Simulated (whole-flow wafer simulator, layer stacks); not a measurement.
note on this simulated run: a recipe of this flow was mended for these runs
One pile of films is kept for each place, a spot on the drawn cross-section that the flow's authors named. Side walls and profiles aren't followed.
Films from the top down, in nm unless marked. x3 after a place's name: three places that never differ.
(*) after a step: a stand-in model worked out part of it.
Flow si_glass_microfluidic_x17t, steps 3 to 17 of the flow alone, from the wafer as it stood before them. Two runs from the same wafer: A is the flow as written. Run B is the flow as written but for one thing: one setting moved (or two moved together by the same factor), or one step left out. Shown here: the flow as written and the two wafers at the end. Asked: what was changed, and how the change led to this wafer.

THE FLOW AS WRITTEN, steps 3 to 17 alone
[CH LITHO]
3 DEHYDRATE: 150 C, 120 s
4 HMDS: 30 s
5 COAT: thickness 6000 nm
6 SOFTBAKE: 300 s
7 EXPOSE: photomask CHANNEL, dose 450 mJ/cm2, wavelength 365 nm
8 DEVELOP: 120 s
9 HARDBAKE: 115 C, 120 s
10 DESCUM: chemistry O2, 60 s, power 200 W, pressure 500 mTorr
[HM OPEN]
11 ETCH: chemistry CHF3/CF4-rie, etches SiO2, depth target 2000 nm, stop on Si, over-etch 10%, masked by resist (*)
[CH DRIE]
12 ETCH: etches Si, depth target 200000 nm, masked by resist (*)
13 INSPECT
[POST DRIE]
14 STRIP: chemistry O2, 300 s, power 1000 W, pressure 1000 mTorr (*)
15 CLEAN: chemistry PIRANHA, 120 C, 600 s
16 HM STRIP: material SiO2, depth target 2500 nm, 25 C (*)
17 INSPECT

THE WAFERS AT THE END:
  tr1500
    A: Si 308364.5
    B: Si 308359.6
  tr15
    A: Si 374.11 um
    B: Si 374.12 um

The cause: step 9, HARDBAKE: 115 C, 120 s, was left out.

How the change led to this, step by step:
  12 ETCH: etches Si, depth target 200000 nm, masked by resist (*)
      tr1500: A Si -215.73 um | B Si -215.74 um
      tr15: A Si -149.99 um | B Si -149.98 um
